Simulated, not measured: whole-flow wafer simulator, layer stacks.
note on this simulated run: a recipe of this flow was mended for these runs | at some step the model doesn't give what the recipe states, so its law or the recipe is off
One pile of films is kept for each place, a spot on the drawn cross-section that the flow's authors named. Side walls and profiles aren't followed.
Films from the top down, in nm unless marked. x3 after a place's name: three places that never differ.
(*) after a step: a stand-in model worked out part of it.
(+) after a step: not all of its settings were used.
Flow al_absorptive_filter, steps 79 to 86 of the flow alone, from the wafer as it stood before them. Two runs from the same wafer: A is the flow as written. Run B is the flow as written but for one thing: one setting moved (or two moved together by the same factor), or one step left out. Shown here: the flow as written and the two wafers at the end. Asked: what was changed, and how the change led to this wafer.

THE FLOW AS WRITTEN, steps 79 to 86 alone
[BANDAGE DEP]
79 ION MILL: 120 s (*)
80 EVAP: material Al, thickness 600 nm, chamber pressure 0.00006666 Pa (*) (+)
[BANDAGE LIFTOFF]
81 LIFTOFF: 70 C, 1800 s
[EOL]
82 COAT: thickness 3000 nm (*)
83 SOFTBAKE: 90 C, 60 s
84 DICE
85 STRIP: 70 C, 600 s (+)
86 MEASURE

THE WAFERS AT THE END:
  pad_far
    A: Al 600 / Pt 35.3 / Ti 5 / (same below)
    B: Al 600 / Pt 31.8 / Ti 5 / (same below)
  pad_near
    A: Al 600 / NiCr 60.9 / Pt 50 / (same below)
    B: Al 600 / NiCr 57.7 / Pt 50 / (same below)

The cause: step 79, ION MILL: 149 s was run, where the flow has 120 s.

How the change led to this, step by step:
  79 ION MILL: 120 s (*)
      gnd, ledge, res and 9 more: A i-line-resist -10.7 | B i-line-resist -13.2
      pad_far: A Pt -14.7 | B Pt -18.2
      (and at 1 more place)
